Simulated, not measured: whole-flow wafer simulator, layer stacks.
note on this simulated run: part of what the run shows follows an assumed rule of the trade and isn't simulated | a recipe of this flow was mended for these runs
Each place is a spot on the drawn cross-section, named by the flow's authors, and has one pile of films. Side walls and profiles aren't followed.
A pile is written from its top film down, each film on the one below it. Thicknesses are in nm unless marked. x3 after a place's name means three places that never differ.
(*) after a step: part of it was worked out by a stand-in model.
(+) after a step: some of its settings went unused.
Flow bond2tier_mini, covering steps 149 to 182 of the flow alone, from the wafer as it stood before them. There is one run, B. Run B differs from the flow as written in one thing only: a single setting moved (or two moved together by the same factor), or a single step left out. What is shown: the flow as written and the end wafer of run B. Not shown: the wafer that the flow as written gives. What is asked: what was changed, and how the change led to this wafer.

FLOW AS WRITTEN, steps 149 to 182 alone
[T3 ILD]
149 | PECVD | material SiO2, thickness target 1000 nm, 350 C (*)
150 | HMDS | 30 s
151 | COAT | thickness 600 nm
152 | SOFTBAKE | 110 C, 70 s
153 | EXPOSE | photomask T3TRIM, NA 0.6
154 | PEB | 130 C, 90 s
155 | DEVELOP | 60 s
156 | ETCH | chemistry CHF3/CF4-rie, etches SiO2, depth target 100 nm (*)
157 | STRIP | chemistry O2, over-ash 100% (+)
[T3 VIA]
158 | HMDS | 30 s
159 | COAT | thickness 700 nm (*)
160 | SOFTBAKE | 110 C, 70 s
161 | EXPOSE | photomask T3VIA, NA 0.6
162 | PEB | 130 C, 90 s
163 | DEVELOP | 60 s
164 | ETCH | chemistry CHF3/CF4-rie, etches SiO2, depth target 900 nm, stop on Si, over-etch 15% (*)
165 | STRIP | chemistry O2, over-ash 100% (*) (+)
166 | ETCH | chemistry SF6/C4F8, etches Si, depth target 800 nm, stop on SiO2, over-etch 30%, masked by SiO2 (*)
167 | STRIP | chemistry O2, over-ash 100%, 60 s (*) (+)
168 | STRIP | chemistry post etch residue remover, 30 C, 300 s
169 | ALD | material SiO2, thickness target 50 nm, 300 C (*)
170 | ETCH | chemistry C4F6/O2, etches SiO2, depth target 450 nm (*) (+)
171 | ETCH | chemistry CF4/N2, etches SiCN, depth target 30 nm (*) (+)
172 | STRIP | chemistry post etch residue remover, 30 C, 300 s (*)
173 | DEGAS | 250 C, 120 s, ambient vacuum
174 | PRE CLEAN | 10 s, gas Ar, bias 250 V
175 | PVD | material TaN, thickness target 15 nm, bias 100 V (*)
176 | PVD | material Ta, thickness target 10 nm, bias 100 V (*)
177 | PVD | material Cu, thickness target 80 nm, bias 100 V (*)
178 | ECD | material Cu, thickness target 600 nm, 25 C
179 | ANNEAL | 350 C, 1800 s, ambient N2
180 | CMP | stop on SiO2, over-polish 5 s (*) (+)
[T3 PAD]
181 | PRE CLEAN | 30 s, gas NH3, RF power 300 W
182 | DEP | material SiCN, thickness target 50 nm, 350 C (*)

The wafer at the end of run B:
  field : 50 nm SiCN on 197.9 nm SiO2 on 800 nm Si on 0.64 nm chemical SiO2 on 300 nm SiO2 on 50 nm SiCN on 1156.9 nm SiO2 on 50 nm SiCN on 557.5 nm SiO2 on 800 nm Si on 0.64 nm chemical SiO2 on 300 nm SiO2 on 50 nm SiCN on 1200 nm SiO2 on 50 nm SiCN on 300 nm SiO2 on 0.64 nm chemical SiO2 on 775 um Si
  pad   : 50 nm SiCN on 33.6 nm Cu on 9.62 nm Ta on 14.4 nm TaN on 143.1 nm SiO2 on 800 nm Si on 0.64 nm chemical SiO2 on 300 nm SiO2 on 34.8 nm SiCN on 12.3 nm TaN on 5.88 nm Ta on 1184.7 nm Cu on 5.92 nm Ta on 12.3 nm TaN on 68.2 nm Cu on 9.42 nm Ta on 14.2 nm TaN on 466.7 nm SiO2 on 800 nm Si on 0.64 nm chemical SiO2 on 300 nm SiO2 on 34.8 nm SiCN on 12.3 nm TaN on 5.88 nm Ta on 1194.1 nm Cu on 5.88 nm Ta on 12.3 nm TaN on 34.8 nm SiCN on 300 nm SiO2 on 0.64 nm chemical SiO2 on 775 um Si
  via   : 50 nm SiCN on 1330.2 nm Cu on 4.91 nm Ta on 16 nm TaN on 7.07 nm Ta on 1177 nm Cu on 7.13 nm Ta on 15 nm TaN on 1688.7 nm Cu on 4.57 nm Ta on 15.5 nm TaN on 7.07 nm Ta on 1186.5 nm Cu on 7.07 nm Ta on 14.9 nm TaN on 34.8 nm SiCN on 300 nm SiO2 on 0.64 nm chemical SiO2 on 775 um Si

The reason: step 149, PECVD: thickness target 640 nm was run, though the flow has thickness target 1000 nm; step 156, ETCH: depth target 64 nm was run, where the flow has depth target 100 nm.

How this came from the change, step by step:
  149 | PECVD | material SiO2, thickness target 1000 nm, 350 C (*)
      field, pad, via: SiO2 gains 640 (new film) (it would be, as written: SiO2 gains 1000 (new film))
  156 | ETCH | chemistry CHF3/CF4-rie, etches SiO2, depth target 100 nm (*)
      pad, via: SiO2 loses 64 (it would be, as written: SiO2 loses 100)
      field: thick-KrF-resist loses 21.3 (it would be, as written: thick-KrF-resist loses 33.3)
  157 | STRIP | chemistry O2, over-ash 100% (+)
      field: thick-KrF-resist loses 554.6 (all of it) (it would be, as written: thick-KrF-resist loses 542.6 (all of it))
  159 | COAT | thickness 700 nm (*)
      field: thick-KrF-resist gains 672.1 (new film) (it would be, as written: thick-KrF-resist gains 656.8 (new film))
      pad: thick-KrF-resist gains 728.9 (new film) (it would be, as written: thick-KrF-resist gains 744.9 (new film))
  164 | ETCH | chemistry CHF3/CF4-rie, etches SiO2, depth target 900 nm, stop on Si, over-etch 15% (*)
      field, pad: thick-KrF-resist loses 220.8 (it would be, as written: thick-KrF-resist loses 345)
      via: SiO2 loses 576 (all of it), Si loses 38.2 (it would be, as written: SiO2 loses 900 (all of it), Si loses 11.2)
  165 | STRIP | chemistry O2, over-ash 100% (*) (+)
      field: thick-KrF-resist loses 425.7 (all of it) (it would be, as written: thick-KrF-resist loses 286.6 (all of it))
      pad: thick-KrF-resist loses 481.6 (all of it) (it would be, as written: thick-KrF-resist loses 372.9 (all of it))
  166 | ETCH | chemistry SF6/C4F8, etches Si, depth target 800 nm, stop on SiO2, over-etch 30%, masked by SiO2 (*)
      via: Si loses 761.8 (all of it), chemical SiO2 loses 0.64 (all of it), SiO2 loses 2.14 (it would be, as written: Si loses 788.8 (all of it), chemical SiO2 loses 0.64 (all of it), SiO2 loses 1.87)
  175 | PVD | material TaN, thickness target 15 nm, bias 100 V (*)
      via: TaN gains 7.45 (it would be, as written: TaN gains 6.94)
  177 | PVD | material Cu, thickness target 80 nm, bias 100 V (*)
      pad: Cu gains 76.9 (new film) (it would be, as written: Cu gains 75.3 (new film))
      via: Cu gains 37.8 (new film) (it would be, as written: Cu gains 35 (new film))
  178 | ECD | material Cu, thickness target 600 nm, 25 C
      pad: Cu gains 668 (it would be, as written: Cu gains 706.1)
      via: Cu gains 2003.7 (it would be, as written: Cu gains 2367)
